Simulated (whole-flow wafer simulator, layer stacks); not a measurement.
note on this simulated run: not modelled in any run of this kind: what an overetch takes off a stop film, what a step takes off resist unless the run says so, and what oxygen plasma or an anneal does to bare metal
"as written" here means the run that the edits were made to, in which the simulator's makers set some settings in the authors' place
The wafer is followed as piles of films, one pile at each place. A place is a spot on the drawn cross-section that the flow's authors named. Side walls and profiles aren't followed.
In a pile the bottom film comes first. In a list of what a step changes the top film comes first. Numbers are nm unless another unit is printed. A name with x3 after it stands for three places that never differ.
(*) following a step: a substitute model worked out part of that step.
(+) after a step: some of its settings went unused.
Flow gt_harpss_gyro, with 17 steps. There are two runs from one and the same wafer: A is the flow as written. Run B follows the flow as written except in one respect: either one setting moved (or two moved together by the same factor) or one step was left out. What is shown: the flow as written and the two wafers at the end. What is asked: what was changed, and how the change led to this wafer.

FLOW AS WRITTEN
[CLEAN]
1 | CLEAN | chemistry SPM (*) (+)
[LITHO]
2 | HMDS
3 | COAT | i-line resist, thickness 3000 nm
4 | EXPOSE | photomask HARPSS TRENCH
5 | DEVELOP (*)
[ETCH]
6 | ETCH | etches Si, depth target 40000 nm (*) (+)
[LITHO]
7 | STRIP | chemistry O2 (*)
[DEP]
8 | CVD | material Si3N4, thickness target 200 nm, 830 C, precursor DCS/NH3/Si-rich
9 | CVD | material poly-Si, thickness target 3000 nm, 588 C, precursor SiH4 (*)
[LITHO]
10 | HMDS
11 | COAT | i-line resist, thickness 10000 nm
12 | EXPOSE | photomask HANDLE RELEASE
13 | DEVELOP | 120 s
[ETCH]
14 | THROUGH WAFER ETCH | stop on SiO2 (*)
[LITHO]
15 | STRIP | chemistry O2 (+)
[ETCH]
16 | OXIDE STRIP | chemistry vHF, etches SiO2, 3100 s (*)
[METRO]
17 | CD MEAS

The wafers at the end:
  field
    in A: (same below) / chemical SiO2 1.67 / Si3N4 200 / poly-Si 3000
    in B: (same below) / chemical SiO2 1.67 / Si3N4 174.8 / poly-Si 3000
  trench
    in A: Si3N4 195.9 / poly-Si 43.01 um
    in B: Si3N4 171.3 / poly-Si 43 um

The reason: step 8, CVD: thickness target 174.8 nm was run, though the flow has thickness target 200 nm.
The wafer lets one read it off: field has Si3N4 174.8, and step 8 as written asks for 200 nm.

How this came from the change, step by step:
  8 | CVD | material Si3N4, thickness target 200 nm, 830 C, precursor DCS/NH3/Si-rich
      field: A +200 Si3N4 (new film) | B +174.8 Si3N4 (new film)
      trench: A +195.9 Si3N4 (new film) | B +171.3 Si3N4 (new film)
  9 | CVD | material poly-Si, thickness target 3000 nm, 588 C, precursor SiH4 (*)
      trench: A +43.01 um poly-Si (new film) | B +43 um poly-Si (new film)
